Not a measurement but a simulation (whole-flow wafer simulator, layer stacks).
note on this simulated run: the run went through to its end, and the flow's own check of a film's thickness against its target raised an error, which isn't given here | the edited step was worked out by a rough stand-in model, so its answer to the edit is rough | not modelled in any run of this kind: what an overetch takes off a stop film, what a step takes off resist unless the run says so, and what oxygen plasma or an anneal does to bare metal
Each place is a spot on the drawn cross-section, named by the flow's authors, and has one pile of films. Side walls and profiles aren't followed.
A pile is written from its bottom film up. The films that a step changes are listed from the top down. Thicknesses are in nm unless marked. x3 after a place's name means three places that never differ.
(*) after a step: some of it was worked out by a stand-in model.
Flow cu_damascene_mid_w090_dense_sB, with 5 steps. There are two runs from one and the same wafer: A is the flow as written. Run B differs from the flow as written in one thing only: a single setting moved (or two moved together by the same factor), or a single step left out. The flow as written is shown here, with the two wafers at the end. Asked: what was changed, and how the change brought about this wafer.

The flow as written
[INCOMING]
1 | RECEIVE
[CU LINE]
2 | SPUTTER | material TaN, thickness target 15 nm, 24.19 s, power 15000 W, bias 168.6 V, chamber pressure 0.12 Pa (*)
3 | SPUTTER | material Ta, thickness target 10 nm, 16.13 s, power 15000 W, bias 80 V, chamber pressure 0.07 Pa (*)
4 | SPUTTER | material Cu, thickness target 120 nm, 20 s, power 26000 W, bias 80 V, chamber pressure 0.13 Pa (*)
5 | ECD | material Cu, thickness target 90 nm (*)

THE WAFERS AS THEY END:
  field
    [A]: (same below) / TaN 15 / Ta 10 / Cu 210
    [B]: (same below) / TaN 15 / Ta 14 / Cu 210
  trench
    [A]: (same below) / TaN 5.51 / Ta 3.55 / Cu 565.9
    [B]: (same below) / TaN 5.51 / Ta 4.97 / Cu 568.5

The reason: step 3, SPUTTER: thickness target 14 nm was run, though the flow has thickness target 10 nm; step 3, SPUTTER: 22.58 s was run, where the flow has 16.13 s.
The wafer lets one read it off: field has Ta 14, and step 3 as written asks for 10 nm.

How this came from the change, step by step:
  3 | SPUTTER | material Ta, thickness target 10 nm, 16.13 s, power 15000 W, bias 80 V, chamber pressure 0.07 Pa (*)
      field: A Ta gains 10 (new film) | B Ta gains 14 (new film)
      trench: A Ta gains 3.55 (new film) | B Ta gains 4.97 (new film)
